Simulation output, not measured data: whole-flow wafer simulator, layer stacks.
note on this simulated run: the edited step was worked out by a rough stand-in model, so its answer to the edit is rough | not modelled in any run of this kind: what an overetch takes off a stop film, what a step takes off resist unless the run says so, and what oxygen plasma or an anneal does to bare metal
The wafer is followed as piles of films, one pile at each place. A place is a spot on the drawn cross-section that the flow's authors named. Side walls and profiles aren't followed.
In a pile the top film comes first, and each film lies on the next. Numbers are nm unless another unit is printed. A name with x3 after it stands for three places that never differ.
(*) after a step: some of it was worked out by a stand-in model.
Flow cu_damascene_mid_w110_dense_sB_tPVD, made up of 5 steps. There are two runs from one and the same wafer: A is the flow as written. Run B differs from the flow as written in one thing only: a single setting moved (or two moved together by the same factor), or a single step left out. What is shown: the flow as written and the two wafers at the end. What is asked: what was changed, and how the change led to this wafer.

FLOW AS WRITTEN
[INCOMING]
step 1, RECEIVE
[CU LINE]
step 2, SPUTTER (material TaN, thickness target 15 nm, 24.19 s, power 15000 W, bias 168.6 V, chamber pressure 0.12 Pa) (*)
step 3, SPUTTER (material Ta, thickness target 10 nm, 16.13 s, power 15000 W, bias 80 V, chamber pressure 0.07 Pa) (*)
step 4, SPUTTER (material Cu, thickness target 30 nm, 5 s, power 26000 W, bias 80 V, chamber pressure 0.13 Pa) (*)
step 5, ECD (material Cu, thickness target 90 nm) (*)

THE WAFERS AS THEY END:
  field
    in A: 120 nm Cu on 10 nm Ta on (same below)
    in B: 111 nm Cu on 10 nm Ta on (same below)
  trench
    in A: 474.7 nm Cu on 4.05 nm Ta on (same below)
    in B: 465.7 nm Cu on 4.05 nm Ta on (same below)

What caused this: step 5, ECD: thickness target 81 nm was run, though the flow has thickness target 90 nm.

The path from the change to this, step by step:
  step 5, ECD (material Cu, thickness target 90 nm) (*)
      field: A Cu gains 90 | B Cu gains 81
